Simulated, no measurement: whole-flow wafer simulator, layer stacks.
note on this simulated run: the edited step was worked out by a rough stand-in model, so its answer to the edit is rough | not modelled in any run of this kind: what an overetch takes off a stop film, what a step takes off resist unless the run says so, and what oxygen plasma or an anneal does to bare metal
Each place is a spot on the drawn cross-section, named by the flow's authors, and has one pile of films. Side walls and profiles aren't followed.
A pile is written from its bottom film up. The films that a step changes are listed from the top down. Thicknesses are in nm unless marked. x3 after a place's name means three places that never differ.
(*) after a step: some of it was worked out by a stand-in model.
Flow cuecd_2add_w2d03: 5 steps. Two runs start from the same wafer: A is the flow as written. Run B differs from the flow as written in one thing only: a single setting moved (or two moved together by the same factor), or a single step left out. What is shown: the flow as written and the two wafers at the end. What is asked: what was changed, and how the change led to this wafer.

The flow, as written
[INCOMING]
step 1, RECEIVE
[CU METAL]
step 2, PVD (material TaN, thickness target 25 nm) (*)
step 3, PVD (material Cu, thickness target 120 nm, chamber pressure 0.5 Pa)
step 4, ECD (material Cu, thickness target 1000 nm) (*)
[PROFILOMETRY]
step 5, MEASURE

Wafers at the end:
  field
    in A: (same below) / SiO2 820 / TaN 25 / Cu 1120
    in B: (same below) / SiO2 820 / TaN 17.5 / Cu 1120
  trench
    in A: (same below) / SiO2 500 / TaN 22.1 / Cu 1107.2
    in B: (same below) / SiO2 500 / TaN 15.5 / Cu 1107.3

The reason: step 2, PVD: thickness target 17.5 nm was run, while the flow as written has thickness target 25 nm.
One can read it off the wafer: field has TaN 17.5, and step 2 as written asks for 25 nm.

The path from the change to this, step by step:
  step 2, PVD (material TaN, thickness target 25 nm) (*)
      field: A +25 TaN (new film) | B +17.5 TaN (new film)
      trench: A +22.1 TaN (new film) | B +15.5 TaN (new film)
